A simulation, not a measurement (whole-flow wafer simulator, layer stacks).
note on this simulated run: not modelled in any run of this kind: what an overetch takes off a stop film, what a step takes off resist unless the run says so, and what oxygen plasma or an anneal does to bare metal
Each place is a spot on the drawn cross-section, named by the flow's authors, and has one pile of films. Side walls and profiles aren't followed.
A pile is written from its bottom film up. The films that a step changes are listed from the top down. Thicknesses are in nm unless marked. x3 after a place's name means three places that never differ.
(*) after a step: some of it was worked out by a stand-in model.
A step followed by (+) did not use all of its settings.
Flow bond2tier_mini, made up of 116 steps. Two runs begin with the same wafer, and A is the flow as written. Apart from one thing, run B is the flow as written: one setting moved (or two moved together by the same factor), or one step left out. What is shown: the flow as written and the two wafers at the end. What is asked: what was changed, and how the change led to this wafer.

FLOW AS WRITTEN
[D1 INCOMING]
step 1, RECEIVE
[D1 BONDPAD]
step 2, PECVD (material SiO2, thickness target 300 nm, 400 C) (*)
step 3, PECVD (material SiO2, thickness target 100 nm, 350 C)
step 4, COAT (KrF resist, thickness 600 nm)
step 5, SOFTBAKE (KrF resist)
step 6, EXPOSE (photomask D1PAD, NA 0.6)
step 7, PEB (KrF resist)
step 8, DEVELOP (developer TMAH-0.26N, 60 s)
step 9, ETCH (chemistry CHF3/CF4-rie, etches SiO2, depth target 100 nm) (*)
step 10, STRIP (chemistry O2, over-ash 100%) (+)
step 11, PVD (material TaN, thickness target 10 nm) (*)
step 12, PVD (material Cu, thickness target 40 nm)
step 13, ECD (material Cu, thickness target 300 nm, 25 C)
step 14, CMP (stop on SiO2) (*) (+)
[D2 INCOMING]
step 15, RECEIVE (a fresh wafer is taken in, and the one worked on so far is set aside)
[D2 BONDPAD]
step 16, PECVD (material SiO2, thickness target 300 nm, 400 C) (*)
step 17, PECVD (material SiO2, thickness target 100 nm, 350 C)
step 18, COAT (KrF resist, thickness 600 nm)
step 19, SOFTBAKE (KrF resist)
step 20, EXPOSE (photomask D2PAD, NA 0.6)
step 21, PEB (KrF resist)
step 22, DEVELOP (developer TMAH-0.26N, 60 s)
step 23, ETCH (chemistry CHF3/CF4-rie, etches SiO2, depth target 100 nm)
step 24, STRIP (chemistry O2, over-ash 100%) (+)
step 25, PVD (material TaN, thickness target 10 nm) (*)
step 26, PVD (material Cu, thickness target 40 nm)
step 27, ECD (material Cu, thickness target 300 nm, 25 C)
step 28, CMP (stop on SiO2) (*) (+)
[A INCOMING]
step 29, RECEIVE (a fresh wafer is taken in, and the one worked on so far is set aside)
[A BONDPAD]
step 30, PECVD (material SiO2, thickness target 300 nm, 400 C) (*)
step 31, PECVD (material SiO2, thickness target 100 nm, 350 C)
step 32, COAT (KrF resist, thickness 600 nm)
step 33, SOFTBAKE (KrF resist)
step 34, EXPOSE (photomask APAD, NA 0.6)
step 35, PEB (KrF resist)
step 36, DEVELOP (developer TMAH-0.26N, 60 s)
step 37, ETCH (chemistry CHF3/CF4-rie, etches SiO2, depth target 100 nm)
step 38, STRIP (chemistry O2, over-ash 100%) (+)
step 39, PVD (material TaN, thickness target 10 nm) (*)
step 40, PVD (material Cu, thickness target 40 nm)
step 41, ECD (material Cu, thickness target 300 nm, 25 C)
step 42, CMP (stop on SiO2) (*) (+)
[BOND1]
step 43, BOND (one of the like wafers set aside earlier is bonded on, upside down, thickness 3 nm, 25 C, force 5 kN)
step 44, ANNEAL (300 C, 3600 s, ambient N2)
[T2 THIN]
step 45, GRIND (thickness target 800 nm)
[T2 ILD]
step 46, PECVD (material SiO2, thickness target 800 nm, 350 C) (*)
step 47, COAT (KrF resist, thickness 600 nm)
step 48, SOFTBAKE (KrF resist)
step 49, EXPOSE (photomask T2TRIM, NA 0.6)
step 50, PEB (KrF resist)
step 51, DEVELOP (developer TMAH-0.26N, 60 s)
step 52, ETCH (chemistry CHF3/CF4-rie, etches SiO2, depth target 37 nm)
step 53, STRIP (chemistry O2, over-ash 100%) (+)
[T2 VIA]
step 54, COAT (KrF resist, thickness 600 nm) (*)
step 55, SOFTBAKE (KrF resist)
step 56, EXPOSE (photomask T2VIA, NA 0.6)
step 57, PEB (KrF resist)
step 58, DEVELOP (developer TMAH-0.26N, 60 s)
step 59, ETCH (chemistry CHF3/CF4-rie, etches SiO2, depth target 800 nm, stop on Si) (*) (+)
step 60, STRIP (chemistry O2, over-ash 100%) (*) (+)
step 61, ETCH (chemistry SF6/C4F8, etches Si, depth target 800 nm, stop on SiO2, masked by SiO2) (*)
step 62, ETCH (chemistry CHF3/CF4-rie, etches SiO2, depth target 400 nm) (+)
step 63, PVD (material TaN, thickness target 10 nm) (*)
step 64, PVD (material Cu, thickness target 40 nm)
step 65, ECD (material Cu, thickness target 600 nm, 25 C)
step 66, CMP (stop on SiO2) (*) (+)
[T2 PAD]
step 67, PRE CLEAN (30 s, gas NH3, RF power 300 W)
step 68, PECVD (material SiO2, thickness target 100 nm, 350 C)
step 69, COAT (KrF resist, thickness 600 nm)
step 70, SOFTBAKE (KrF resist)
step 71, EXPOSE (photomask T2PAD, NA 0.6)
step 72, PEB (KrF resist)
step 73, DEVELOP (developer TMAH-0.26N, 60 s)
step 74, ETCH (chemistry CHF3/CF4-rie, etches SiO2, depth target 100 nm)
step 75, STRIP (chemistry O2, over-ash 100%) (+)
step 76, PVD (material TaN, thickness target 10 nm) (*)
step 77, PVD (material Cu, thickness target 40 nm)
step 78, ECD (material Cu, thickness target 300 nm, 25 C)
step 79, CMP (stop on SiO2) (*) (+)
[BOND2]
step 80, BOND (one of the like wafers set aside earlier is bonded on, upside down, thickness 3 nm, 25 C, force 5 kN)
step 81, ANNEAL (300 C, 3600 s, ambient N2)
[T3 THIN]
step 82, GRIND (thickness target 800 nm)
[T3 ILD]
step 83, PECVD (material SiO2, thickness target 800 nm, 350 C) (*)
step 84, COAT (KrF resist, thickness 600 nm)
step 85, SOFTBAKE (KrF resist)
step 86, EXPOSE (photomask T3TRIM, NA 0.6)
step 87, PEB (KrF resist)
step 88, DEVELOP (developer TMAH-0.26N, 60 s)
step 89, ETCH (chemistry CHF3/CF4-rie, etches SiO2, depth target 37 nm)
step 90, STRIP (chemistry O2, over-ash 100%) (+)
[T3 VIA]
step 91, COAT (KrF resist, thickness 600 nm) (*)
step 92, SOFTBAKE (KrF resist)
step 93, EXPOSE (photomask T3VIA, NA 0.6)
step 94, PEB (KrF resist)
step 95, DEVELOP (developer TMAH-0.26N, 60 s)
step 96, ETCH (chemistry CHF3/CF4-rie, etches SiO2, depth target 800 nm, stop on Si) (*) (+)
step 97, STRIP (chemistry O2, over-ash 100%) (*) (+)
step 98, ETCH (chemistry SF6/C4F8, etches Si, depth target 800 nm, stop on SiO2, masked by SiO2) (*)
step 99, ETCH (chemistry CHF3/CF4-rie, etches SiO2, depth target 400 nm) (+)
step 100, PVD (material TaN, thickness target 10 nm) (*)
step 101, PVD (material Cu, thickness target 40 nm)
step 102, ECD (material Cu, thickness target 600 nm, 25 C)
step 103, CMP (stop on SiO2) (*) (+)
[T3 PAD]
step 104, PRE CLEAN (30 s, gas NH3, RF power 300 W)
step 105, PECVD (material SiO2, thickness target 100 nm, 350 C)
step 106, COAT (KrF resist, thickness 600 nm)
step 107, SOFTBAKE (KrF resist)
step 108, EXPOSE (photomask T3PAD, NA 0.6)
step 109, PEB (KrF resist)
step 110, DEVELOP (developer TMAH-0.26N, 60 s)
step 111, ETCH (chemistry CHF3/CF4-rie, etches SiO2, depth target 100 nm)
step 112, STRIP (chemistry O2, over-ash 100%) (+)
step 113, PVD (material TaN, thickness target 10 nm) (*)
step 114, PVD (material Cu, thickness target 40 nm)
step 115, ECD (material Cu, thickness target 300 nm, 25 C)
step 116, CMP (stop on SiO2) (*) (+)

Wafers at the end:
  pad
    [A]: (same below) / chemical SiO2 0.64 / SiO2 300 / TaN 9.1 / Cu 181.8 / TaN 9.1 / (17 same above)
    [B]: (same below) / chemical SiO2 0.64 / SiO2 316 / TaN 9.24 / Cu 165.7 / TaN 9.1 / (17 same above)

Cause: step 37, ETCH: depth target 84 nm was run, while the flow as written has depth target 100 nm.

The path from the change to this, step by step:
  step 37, ETCH (chemistry CHF3/CF4-rie, etches SiO2, depth target 100 nm)
      pad, via: A SiO2 loses 100 | B SiO2 loses 84
      field: A KrF resist loses 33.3 | B KrF resist loses 28
  step 41, ECD (material Cu, thickness target 300 nm, 25 C)
      pad: A Cu gains 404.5 | B Cu gains 387.8
      via: A Cu gains 400.2 | B Cu gains 384.1
